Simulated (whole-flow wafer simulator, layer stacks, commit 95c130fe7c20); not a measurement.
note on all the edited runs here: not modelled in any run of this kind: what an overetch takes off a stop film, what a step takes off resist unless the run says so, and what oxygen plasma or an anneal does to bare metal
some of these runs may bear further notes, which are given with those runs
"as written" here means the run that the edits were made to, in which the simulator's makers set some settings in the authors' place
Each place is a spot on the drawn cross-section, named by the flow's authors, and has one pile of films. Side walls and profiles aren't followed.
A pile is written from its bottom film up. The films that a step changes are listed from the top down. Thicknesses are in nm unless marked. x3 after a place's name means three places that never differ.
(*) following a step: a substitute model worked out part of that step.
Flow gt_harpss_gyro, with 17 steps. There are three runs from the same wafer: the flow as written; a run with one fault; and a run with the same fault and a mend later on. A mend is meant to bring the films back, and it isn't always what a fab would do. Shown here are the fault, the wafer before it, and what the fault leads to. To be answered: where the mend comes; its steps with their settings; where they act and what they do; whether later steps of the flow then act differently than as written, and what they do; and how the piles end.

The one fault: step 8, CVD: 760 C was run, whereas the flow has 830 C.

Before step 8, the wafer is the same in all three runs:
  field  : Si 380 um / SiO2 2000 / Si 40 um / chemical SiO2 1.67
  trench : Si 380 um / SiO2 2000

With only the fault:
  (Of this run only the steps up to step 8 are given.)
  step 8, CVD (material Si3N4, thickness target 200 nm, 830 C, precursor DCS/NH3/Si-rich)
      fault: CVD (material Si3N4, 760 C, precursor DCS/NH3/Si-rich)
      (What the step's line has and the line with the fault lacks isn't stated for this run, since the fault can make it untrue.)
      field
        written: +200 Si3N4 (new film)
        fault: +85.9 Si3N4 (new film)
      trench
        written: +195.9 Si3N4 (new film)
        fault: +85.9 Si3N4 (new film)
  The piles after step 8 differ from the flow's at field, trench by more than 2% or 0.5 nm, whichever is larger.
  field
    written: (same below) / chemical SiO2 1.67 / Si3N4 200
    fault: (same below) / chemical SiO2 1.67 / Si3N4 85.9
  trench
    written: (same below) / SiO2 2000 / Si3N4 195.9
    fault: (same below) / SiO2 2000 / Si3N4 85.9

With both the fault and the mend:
  The mend stands after step 8.
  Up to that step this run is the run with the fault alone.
  step 8a, CVD (material Si3N4, thickness target 113.2 nm, 830 C, precursor DCS/NH3/Si-rich) (the flow's step 8, run once more with other settings)
      field
        +113.2 Si3N4
      trench
        +110.6 Si3N4
  Steps later in the flow that act otherwise than as written:
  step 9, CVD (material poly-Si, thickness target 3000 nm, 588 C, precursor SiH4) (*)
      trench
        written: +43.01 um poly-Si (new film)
        mend: +43 um poly-Si (new film)
  When the end is reached, the piles differ only a little from the flow's at the places that both follow, at most by 2% or 0.5 nm, whichever is larger.
